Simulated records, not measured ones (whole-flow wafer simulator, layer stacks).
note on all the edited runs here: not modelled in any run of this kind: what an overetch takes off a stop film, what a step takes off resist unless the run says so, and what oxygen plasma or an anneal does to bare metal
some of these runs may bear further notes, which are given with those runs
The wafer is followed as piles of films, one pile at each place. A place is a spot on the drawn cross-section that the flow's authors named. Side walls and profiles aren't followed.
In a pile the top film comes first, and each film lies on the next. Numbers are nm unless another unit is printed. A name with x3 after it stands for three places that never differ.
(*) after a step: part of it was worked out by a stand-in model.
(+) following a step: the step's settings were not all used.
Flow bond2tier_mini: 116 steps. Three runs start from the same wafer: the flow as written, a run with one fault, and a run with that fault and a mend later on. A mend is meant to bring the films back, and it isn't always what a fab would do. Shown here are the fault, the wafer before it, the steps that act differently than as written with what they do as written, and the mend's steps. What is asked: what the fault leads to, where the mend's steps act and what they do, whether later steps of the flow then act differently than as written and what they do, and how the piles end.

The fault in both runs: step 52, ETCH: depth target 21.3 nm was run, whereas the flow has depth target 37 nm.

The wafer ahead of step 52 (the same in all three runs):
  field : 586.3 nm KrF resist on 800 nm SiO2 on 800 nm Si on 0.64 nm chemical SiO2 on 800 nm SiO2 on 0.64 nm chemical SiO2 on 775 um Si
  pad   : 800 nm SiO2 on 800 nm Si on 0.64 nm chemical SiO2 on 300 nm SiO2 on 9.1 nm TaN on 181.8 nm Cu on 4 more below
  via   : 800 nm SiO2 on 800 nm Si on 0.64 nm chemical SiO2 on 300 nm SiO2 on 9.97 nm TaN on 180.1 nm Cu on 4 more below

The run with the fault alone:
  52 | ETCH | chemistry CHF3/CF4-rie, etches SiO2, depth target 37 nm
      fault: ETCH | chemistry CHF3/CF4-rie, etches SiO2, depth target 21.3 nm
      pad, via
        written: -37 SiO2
        fault: -21.3 SiO2
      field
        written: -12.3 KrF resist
        fault: -7.1 KrF resist
  Steps later in the flow that act otherwise than as written (5 other steps are not shown; they differ only slightly, by no more than 2% or 0.5 nm, whichever is larger):
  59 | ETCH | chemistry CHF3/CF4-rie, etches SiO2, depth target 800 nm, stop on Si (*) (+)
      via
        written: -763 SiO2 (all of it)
        fault: -778.7 SiO2 (all of it)
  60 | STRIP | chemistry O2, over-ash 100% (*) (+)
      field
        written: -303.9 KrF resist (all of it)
        fault: -310.6 KrF resist (all of it)
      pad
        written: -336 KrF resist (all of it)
        fault: -329 KrF resist (all of it)
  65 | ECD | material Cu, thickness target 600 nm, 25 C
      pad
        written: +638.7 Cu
        fault: +622.2 Cu
  By the end, the piles at pad depart from the flow's by more than 2% or 0.5 nm, whichever is larger.
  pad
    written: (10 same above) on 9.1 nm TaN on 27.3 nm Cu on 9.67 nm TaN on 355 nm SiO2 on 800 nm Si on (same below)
    fault: (10 same above) on 9.1 nm TaN on 11.5 nm Cu on 9.81 nm TaN on 370.7 nm SiO2 on 800 nm Si on (same below)

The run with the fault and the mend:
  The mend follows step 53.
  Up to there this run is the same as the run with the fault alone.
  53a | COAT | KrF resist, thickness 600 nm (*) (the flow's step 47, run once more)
      field
        +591 KrF resist (new film)
      pad
        +609.4 KrF resist (new film)
      via
        +608.3 KrF resist (new film)
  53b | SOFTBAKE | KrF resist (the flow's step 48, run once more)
      leaves every film unchanged at each place that is followed
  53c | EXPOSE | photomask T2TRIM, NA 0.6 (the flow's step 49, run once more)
      leaves every film unchanged at each place that is followed
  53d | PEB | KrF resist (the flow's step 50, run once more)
      leaves every film unchanged at each place that is followed
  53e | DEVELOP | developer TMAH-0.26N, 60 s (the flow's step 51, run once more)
      field
        -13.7 KrF resist
      pad
        -609.4 KrF resist (all of it)
      via
        -608.3 KrF resist (all of it)
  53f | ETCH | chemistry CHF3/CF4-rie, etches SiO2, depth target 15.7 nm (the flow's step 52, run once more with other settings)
      pad, via
        -15.7 SiO2
      field
        -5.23 KrF resist
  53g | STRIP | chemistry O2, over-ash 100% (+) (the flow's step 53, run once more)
      field
        -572 KrF resist (all of it)
  Every later step of the flow that is run acts as written at every place that is followed.
  At every place that both follow, the piles at the end match the flow's.
